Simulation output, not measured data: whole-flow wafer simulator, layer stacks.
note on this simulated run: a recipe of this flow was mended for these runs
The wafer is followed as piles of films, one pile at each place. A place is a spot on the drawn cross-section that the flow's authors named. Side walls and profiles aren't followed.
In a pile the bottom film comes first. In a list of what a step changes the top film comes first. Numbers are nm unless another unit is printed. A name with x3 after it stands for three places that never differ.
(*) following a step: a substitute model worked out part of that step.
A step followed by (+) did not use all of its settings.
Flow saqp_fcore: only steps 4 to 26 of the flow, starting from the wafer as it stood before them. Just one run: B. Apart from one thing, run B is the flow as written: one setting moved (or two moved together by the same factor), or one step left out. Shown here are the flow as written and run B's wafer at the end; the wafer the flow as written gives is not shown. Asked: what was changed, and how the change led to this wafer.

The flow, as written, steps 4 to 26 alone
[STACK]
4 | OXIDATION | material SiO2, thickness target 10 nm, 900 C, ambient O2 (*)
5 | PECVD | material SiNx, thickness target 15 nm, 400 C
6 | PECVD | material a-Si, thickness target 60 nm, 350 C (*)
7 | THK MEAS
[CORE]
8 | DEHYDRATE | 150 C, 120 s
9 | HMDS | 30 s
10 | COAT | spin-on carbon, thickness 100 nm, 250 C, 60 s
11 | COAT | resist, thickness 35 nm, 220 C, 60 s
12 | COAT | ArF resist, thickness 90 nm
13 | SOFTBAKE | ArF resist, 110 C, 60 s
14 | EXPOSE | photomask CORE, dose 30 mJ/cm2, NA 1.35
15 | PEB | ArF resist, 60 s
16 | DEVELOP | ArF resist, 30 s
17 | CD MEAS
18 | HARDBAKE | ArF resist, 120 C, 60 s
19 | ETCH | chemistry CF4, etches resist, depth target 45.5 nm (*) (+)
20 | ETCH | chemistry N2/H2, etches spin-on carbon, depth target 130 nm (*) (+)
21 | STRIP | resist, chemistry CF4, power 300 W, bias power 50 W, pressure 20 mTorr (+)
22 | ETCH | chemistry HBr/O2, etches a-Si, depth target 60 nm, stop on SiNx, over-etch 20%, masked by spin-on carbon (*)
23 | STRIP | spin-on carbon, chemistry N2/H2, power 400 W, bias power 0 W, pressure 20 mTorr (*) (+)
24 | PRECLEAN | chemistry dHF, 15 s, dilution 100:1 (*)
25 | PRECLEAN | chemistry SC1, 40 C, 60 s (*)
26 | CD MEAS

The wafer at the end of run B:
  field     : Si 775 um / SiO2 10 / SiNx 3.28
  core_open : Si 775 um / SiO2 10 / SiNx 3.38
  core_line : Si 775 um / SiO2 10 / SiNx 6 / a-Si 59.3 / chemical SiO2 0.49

What caused this: step 5, PECVD: thickness target 6 nm was run, whereas the flow has thickness target 15 nm.
The wafer lets one read it off: core_line has SiNx 6, and step 5 as written asks for 15 nm.

Step by step, how the change led to this:
  5 | PECVD | material SiNx, thickness target 15 nm, 400 C
      field, core_open, core_line: SiNx gains 6 (new film) (in the flow as written it would be: SiNx gains 15 (new film))
